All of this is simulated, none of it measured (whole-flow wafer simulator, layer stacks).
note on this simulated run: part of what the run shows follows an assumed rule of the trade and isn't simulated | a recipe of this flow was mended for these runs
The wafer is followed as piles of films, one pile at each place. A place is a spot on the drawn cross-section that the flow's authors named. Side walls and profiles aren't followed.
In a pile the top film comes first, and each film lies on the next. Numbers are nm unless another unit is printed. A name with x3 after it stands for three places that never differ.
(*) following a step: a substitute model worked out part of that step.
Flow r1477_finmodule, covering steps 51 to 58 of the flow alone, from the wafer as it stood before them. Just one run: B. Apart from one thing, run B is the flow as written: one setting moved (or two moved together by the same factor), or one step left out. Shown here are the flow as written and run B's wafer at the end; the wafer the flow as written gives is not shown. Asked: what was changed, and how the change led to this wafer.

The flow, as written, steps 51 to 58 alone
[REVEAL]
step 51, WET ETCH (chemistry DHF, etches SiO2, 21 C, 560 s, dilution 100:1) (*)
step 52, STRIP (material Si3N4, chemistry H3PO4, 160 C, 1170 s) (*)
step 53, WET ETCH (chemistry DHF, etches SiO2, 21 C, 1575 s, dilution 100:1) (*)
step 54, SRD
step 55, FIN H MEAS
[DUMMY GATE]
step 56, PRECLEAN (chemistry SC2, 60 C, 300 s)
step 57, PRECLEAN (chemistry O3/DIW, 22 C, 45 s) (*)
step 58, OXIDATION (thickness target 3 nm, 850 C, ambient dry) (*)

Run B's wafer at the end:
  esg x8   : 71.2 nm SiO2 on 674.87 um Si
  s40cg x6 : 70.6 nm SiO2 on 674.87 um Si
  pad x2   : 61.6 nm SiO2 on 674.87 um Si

Cause: step 51, WET ETCH: 735 s was run, though the flow has 560 s.

How this came from the change, step by step:
  step 51, WET ETCH (chemistry DHF, etches SiO2, 21 C, 560 s, dilution 100:1) (*)
      esg x8, s40cg x6, s40sg x6: SiO2 loses 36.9 (it would be, as written: SiO2 loses 28.1)
      pad x2: SiO2 loses 40 (it would be, as written: SiO2 loses 30.5)
